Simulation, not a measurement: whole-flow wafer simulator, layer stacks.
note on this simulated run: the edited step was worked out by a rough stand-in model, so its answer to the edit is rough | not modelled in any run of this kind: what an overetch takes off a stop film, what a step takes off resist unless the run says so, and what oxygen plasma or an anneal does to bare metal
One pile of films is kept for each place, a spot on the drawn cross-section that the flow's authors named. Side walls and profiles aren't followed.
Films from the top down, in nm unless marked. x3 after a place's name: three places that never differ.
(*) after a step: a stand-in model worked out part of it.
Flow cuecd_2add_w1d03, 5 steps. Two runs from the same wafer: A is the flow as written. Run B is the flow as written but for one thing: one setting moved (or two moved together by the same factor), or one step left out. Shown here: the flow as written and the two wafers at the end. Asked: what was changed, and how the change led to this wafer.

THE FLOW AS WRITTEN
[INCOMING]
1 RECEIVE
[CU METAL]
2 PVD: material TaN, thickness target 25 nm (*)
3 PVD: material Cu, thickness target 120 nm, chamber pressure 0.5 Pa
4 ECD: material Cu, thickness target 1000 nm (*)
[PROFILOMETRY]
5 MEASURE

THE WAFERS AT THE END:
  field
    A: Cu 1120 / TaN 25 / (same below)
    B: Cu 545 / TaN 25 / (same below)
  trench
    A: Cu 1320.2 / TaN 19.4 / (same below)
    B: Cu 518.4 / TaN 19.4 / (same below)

The cause: step 4, ECD: thickness target 425 nm was run, where the flow has thickness target 1000 nm.

How the change led to this, step by step:
  4 ECD: material Cu, thickness target 1000 nm (*)
      field: A Cu +1000 | B Cu +425
      trench: A Cu +1226.8 | B Cu +425
